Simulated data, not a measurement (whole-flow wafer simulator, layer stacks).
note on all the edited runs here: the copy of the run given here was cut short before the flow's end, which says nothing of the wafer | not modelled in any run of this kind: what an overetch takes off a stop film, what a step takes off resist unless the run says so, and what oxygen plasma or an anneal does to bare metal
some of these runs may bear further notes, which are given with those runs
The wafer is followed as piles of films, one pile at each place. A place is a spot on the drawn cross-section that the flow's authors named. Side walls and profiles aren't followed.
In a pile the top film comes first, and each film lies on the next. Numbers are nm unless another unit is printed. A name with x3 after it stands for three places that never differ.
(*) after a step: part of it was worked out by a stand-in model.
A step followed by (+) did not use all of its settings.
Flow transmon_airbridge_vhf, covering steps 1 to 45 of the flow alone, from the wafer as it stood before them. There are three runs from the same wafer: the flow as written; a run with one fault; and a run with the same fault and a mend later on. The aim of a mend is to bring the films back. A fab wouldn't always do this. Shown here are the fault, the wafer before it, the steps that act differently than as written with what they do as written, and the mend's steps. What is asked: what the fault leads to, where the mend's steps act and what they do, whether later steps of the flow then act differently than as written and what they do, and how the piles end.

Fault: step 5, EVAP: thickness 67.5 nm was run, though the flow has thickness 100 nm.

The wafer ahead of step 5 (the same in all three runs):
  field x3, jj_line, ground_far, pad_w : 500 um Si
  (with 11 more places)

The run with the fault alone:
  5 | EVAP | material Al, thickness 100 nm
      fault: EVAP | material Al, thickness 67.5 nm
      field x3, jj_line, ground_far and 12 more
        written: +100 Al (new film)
        fault: +67.5 Al (new film)
  Steps later in the flow that act otherwise than as written (14 more steps, not shown, differ only slightly: by at most 2% or 0.5 nm, whichever is larger):
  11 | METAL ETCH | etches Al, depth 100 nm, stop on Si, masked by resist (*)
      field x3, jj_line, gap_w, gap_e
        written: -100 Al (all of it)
        fault: -67.5 Al (all of it)
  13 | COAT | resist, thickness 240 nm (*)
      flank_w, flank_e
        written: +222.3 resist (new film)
        fault: +227.6 resist (new film)
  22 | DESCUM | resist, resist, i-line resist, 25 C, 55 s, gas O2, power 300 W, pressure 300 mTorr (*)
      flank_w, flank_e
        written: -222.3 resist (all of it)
        fault: -227.6 resist (all of it)
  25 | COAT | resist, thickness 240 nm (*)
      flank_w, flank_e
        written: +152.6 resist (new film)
        fault: +155.9 resist (new film)
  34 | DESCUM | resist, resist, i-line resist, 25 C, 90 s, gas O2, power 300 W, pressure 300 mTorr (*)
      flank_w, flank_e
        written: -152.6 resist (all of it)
        fault: -155.9 resist (all of it)
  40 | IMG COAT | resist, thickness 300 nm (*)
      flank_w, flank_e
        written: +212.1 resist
        fault: +216.9 resist
  At ground_far, pad_w, flank_w and 8 more, the piles at the end differ from the flow's by more than 2% or 0.5 nm, whichever is larger.
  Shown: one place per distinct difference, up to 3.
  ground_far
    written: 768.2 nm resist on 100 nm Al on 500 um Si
    fault: 768.2 nm resist on 67.5 nm Al on 500 um Si
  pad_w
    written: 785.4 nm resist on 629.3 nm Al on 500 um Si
    fault: 786.6 nm resist on 596.8 nm Al on 500 um Si
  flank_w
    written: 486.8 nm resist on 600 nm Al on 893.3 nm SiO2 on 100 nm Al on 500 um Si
    fault: 492.4 nm resist on 600 nm Al on 893.1 nm SiO2 on 67.5 nm Al on 500 um Si

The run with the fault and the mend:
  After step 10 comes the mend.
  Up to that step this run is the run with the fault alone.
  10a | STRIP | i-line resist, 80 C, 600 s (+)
      ground_far, pad_w, flank_w and 8 more
        -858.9 i-line resist (all of it)
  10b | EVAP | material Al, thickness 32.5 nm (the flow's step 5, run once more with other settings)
      field x3, jj_line, ground_far and 12 more
        +32.5 Al
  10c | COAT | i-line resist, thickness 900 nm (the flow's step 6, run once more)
      field x3, jj_line, ground_far and 12 more
        +900 i-line resist (new film)
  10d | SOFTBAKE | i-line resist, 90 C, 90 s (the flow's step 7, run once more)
      alters no film at any place that is followed
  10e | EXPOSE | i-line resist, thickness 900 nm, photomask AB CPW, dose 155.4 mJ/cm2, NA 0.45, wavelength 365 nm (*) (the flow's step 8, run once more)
      alters no film at any place that is followed
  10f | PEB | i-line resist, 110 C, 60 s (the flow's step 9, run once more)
      field x3, jj_line, ground_far and 12 more
        -41 i-line resist
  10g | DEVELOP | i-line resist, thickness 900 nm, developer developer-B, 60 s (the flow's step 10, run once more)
      ground_far, pad_w, flank_w and 8 more
        -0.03 i-line resist
      field x3, jj_line, gap_w, gap_e
        -859 i-line resist (all of it)
  Every later step of the flow that is run acts as written at every place that is followed.
  At every place that both follow, the piles at the end match the flow's.
